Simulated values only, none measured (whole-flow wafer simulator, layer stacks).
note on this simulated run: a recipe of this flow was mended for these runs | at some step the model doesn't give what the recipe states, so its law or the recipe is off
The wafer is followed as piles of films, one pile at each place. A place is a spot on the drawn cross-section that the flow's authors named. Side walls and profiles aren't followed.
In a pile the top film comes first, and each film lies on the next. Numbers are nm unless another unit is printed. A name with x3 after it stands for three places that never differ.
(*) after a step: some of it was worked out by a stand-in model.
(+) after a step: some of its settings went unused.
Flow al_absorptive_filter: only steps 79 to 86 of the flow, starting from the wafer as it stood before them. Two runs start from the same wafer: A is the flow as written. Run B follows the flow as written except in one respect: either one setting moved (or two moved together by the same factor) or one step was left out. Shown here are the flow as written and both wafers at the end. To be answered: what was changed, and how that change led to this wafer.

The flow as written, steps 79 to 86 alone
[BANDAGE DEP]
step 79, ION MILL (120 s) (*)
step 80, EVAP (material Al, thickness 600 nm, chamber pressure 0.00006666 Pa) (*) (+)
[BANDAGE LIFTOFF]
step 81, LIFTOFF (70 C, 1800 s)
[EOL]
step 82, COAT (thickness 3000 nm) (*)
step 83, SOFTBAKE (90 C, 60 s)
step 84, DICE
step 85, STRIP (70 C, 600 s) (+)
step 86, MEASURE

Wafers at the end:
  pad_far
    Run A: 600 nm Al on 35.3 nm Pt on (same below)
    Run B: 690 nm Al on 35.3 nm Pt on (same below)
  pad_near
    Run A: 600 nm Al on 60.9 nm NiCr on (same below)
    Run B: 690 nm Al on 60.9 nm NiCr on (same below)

What caused this: step 80, EVAP: thickness 690 nm was run, whereas the flow has thickness 600 nm.
One can read it off the wafer: pad_far has Al 690, and step 80 as written asks for 600 nm.

Step by step, how the change led to this:
  step 80, EVAP (material Al, thickness 600 nm, chamber pressure 0.00006666 Pa) (*) (+)
      gnd, pad_far, pad_near and 11 more: A Al gains 600 (new film) | B Al gains 690 (new film)
  step 81, LIFTOFF (70 C, 1800 s)
      xa_field, xl_land, idc_field: A Al loses 600 (all of it), i-line-resist loses 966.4 (all of it), lift-off-underlayer loses 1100 (all of it), acrylic-e-beam-resist loses 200 (all of it) | B Al loses 690 (all of it), i-line-resist loses 966.4 (all of it), lift-off-underlayer loses 1100 (all of it), acrylic-e-beam-resist loses 200 (all of it)
      gnd: A Al loses 600 (all of it), i-line-resist loses 968.3 (all of it), lift-off-underlayer loses 1103.3 (all of it), acrylic-e-beam-resist loses 200.9 (all of it) | B Al loses 690 (all of it), i-line-resist loses 968.3 (all of it), lift-off-underlayer loses 1103.3 (all of it), acrylic-e-beam-resist loses 200.9 (all of it)
      (as well as at 8 more places)
  step 82, COAT (thickness 3000 nm) (*)
      pad_far: A i-line-resist gains 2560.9 (new film) | B i-line-resist gains 2495.9 (new film)
      pad_near: A i-line-resist gains 2480.3 (new film) | B i-line-resist gains 2414.9 (new film)
  step 83, SOFTBAKE (90 C, 60 s)
      gnd: A i-line-resist gains 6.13 | B i-line-resist gains 7.08
      pad_far: A i-line-resist loses 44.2 | B i-line-resist loses 51.3
      (as well as at 2 more places)
  step 85, STRIP (70 C, 600 s) (+)
      pad_far: A i-line-resist loses 2516.7 (all of it) | B i-line-resist loses 2444.7 (all of it)
      pad_near: A i-line-resist loses 2439.3 (all of it) | B i-line-resist loses 2367 (all of it)
